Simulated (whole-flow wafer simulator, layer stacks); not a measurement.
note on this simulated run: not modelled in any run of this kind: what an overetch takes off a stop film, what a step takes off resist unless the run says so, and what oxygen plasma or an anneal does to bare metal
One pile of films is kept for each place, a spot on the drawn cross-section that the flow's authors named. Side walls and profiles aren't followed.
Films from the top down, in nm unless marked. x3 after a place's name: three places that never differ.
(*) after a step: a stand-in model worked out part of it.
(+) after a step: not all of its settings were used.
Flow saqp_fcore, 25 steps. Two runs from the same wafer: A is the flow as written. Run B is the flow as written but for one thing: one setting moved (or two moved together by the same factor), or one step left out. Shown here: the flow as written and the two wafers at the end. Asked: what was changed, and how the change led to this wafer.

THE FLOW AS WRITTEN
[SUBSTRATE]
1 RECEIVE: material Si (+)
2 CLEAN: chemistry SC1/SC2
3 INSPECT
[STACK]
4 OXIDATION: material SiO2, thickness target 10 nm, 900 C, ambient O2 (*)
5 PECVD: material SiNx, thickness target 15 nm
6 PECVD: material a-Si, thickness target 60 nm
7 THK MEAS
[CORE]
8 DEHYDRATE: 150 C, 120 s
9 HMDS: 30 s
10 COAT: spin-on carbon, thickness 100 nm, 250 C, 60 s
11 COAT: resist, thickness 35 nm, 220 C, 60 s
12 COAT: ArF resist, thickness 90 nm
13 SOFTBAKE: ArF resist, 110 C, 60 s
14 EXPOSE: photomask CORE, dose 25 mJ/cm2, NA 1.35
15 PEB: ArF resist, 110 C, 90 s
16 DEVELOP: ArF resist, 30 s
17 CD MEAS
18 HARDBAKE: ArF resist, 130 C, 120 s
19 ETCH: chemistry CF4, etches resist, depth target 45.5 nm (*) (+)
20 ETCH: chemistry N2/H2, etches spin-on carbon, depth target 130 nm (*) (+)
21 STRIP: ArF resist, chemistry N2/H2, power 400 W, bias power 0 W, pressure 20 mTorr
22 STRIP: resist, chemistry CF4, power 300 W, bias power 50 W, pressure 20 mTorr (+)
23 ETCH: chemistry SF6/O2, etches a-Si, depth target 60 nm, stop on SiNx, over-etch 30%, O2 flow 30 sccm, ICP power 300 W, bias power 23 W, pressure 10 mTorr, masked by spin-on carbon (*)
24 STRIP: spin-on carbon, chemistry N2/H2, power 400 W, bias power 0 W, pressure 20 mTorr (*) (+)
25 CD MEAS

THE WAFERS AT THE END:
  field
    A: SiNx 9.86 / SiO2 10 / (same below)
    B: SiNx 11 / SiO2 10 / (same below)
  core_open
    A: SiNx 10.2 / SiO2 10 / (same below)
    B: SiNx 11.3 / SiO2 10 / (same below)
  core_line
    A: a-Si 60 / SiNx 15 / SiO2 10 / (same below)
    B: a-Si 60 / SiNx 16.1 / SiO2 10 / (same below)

The cause: step 5, PECVD: thickness target 16.1 nm was run, where the flow has thickness target 15 nm.
It can be read off the wafer: core_line has SiNx 16.1, and step 5 as written asks for 15 nm.

How the change led to this, step by step:
  5 PECVD: material SiNx, thickness target 15 nm
      field, core_open, core_line: A SiNx +15 (new film) | B SiNx +16.1 (new film)
